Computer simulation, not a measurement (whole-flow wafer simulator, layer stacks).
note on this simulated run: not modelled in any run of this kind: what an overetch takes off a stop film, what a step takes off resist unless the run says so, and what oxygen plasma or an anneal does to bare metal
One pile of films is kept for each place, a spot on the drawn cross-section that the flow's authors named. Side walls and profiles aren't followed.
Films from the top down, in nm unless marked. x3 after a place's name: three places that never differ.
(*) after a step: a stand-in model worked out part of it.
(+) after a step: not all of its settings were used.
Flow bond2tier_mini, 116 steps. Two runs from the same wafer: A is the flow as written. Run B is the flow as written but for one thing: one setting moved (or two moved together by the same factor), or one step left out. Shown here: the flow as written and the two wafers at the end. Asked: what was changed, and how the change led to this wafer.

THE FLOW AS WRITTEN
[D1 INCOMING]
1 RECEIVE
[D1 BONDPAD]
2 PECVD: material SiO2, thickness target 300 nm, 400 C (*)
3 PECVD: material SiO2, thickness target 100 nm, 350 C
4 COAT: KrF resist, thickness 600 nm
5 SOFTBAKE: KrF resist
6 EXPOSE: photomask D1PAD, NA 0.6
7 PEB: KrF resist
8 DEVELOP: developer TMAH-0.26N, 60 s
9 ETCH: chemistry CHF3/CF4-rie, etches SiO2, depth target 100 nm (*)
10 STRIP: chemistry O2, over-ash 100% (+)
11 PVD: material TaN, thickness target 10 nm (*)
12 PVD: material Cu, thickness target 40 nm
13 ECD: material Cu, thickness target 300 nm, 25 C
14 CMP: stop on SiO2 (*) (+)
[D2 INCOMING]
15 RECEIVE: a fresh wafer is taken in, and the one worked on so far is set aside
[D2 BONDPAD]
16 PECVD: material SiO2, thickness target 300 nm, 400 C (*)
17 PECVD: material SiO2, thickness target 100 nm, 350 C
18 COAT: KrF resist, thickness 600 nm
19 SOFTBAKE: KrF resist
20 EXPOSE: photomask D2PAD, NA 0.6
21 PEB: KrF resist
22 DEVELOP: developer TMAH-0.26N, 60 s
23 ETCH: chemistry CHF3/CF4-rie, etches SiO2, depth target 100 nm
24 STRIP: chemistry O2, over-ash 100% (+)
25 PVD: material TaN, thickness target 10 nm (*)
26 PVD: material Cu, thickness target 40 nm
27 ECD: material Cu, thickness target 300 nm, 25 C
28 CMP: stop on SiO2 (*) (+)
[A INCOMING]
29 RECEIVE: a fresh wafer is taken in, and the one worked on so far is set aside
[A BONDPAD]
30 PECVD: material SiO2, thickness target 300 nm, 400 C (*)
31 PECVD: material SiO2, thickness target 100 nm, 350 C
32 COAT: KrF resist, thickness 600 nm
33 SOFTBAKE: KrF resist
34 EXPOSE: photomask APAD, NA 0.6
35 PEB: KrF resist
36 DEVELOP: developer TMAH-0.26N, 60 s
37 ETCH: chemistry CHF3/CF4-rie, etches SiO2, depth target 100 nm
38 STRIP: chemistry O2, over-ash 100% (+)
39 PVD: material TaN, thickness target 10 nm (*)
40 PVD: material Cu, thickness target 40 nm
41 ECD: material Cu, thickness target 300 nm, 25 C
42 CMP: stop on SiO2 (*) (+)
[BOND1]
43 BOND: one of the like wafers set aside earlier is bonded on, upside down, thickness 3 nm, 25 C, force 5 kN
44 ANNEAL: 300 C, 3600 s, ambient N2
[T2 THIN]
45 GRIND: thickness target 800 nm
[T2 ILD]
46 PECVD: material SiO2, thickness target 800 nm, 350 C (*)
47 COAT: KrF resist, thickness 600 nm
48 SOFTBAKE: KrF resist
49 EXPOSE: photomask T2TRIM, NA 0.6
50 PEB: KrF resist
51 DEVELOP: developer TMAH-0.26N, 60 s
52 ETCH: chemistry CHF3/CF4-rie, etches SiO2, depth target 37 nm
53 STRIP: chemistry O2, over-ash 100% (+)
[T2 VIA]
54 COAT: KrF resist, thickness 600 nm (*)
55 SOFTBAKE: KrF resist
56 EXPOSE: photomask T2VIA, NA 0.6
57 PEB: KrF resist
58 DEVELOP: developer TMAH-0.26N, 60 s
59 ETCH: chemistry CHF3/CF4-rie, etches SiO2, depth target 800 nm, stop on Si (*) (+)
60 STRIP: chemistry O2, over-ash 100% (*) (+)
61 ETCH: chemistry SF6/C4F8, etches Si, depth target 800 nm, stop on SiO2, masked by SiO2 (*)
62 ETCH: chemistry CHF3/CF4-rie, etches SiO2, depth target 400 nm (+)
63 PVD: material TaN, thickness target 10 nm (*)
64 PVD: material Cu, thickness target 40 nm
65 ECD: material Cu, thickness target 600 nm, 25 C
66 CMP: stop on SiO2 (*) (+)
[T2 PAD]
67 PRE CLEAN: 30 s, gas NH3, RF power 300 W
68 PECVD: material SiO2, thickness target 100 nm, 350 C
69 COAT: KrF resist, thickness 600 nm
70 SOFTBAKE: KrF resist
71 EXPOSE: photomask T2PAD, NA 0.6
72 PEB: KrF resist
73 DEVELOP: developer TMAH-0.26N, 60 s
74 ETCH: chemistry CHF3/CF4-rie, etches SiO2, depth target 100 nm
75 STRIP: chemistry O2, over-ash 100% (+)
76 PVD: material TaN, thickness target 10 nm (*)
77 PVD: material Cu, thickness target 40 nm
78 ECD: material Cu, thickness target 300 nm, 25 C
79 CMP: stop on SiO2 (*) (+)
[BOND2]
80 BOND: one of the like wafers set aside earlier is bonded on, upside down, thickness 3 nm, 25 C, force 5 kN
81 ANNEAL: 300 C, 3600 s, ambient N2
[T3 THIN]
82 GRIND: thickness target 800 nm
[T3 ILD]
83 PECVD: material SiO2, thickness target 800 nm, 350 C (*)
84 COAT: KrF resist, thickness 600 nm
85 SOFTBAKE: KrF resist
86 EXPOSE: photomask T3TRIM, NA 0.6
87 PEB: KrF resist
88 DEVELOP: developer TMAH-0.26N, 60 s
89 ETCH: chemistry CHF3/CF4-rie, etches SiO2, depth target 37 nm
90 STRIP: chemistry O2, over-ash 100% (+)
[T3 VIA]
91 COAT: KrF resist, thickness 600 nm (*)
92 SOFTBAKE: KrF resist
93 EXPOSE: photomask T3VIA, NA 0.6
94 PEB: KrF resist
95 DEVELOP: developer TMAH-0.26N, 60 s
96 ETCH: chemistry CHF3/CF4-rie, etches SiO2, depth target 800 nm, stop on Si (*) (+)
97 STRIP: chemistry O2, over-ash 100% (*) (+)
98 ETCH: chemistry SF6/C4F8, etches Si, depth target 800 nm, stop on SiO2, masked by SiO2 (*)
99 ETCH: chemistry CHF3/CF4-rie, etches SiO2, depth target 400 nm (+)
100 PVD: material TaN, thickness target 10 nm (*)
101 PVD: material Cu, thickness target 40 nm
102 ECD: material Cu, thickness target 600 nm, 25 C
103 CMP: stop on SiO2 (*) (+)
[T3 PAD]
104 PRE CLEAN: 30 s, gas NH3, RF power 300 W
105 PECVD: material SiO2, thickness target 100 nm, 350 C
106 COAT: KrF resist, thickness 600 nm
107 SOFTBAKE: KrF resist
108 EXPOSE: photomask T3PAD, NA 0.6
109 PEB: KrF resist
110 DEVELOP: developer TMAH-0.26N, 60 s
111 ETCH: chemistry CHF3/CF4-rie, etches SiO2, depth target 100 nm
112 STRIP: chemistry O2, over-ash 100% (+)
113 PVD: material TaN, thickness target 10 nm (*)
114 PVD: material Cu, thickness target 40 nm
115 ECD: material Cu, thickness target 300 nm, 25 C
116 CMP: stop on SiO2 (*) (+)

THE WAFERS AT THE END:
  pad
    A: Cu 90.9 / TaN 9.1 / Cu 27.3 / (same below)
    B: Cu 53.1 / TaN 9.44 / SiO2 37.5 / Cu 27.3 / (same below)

The cause: step 111, ETCH: depth target 62.5 nm was run, where the flow has depth target 100 nm.

How the change led to this, step by step:
  111 ETCH: chemistry CHF3/CF4-rie, etches SiO2, depth target 100 nm
      pad: A SiO2 -100 (all of it) | B SiO2 -62.5
      field: A KrF resist -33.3 | B KrF resist -20.8
  112 STRIP: chemistry O2, over-ash 100% (+)
      field: A KrF resist -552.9 (all of it) | B KrF resist -565.4 (all of it)
  114 PVD: material Cu, thickness target 40 nm
      pad: A Cu +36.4 (new film) | B Cu +37.7 (new film)
  115 ECD: material Cu, thickness target 300 nm, 25 C
      pad: A Cu +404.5 | B Cu +365.3
Counting metal films that touch as one body, pad has 4 bodies (between them, from the top down: SiO2 37.5; SiO2 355 / Si 800 / chemical SiO2 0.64 / SiO2 300; SiO2 355 / Si 800 / chemical SiO2 0.64 / SiO2 300); the flow as written gives 3 bodies (between them, from the top down: SiO2 355 / Si 800 / chemical SiO2 0.64 / SiO2 300; SiO2 355 / Si 800 / chemical SiO2 0.64 / SiO2 300).
